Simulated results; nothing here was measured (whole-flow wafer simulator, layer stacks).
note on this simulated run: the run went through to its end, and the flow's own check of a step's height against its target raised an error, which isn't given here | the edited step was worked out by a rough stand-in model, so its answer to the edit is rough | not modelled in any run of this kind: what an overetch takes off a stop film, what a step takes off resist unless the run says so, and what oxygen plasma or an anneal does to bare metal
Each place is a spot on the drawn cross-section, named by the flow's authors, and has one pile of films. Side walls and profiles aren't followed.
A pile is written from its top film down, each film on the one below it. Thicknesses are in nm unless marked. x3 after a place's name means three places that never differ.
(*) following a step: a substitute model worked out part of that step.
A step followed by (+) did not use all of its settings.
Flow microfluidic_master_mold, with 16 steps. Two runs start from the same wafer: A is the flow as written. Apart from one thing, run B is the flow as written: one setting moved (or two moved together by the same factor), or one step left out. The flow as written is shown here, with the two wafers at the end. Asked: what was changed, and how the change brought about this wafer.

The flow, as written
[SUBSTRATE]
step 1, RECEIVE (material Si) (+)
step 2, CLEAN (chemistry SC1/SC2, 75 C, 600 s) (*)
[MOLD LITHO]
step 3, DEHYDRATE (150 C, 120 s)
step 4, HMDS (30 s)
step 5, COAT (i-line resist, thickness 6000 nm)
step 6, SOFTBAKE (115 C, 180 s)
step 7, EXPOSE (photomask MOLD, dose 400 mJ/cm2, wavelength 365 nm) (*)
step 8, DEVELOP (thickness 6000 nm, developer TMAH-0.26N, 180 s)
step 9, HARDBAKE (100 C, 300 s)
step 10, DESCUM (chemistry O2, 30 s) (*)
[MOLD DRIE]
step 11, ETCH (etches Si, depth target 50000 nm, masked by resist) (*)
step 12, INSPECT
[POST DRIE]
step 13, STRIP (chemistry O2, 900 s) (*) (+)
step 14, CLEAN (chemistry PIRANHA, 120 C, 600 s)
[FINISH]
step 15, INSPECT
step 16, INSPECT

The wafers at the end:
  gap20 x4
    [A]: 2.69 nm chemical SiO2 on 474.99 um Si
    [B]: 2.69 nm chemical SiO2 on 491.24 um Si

What caused this: step 11, ETCH: depth target 33750 nm was run, whereas the flow has depth target 50000 nm.

The path from the change to this, step by step:
  step 11, ETCH (etches Si, depth target 50000 nm, masked by resist) (*)
      gap20 x4: A chemical SiO2 loses 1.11 (all of it), Si loses 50 um | B chemical SiO2 loses 1.11 (all of it), Si loses 33.75 um
      ridge: A i-line resist loses 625 | B i-line resist loses 421.9
  step 13, STRIP (chemistry O2, 900 s) (*) (+)
      ridge: A i-line resist loses 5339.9 (all of it), chemical SiO2 gains 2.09, Si loses 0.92 | B i-line resist loses 5543.1 (all of it), chemical SiO2 gains 2.09, Si loses 0.92
